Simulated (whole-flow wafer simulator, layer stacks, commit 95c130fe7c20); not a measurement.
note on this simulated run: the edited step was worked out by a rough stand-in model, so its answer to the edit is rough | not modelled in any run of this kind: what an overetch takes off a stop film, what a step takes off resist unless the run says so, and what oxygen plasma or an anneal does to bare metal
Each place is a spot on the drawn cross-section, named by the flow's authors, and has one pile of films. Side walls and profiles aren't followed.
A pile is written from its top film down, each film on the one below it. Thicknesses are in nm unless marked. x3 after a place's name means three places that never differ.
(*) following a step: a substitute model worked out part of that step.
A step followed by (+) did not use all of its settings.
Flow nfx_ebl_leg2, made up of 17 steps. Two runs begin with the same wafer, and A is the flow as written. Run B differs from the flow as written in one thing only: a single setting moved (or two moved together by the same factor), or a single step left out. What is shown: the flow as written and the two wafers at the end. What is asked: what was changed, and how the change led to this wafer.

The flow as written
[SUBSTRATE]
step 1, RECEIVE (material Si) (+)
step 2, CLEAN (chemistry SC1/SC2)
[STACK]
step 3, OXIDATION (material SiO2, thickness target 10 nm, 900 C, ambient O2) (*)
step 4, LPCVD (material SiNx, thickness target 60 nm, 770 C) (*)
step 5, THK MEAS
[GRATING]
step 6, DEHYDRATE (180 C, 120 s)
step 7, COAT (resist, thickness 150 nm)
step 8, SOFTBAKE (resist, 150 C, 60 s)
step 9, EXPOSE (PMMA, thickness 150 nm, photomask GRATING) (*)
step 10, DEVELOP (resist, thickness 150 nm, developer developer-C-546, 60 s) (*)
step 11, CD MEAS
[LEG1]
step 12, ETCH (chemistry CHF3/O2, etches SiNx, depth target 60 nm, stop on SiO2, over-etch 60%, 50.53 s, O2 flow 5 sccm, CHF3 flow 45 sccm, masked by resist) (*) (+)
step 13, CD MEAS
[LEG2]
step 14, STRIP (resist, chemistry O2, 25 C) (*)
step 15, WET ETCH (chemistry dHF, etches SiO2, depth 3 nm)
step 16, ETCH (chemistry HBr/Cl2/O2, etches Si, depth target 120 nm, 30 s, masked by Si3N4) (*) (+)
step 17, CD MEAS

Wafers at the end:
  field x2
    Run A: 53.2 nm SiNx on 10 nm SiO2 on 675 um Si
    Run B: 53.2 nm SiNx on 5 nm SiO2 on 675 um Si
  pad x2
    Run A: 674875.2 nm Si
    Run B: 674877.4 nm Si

The reason: step 3, OXIDATION: thickness target 5 nm was run, while the flow as written has thickness target 10 nm.
The wafer lets one read it off: field x2 has SiO2 5, and step 3 as written asks for 10 nm.

The path from the change to this, step by step:
  step 3, OXIDATION (material SiO2, thickness target 10 nm, 900 C, ambient O2) (*)
      field x2, pad x2: A SiO2 gains 10 (new film), chemical SiO2 loses 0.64 (all of it), Si loses 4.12 | B SiO2 gains 5 (new film), chemical SiO2 loses 0.64 (all of it), Si loses 1.92
  step 12, ETCH (chemistry CHF3/O2, etches SiNx, depth target 60 nm, stop on SiO2, over-etch 60%, 50.53 s, O2 flow 5 sccm, CHF3 flow 45 sccm, masked by resist) (*) (+)
      pad x2: A SiNx loses 60 (all of it), SiO2 loses 10 (all of it) | B SiNx loses 60 (all of it), SiO2 loses 5 (all of it)
